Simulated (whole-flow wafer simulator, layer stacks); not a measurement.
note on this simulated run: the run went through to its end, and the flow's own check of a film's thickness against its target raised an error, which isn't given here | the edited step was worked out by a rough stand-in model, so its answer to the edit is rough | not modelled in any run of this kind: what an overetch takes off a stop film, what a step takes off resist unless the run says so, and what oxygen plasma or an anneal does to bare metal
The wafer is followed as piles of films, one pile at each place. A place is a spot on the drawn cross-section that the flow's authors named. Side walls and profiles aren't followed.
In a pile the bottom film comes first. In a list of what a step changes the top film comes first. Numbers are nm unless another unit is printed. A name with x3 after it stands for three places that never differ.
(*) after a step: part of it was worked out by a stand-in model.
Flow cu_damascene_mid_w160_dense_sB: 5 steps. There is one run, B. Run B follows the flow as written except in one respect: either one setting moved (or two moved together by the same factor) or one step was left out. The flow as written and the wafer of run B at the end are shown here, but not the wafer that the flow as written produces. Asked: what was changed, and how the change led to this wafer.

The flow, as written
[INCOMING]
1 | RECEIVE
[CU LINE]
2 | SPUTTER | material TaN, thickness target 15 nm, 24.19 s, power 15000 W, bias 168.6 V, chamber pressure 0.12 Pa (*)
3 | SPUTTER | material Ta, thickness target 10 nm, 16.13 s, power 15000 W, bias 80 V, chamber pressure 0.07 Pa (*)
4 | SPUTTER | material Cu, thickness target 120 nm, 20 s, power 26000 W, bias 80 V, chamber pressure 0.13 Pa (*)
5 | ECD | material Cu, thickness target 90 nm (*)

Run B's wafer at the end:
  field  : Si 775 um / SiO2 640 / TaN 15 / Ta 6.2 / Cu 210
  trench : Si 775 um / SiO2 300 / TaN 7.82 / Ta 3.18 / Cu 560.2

What caused this: step 3, SPUTTER: thickness target 6.2 nm was run, whereas the flow has thickness target 10 nm; step 3, SPUTTER: 10.08 s was run, where the flow has 16.13 s.
The wafer itself shows it: field has Ta 6.2, and step 3 as written asks for 10 nm.

Step by step, how the change led to this:
  3 | SPUTTER | material Ta, thickness target 10 nm, 16.13 s, power 15000 W, bias 80 V, chamber pressure 0.07 Pa (*)
      field: +6.2 Ta (new film) (in the flow as written it would be: +10 Ta (new film))
      trench: +3.18 Ta (new film) (in the flow as written it would be: +5.14 Ta (new film))
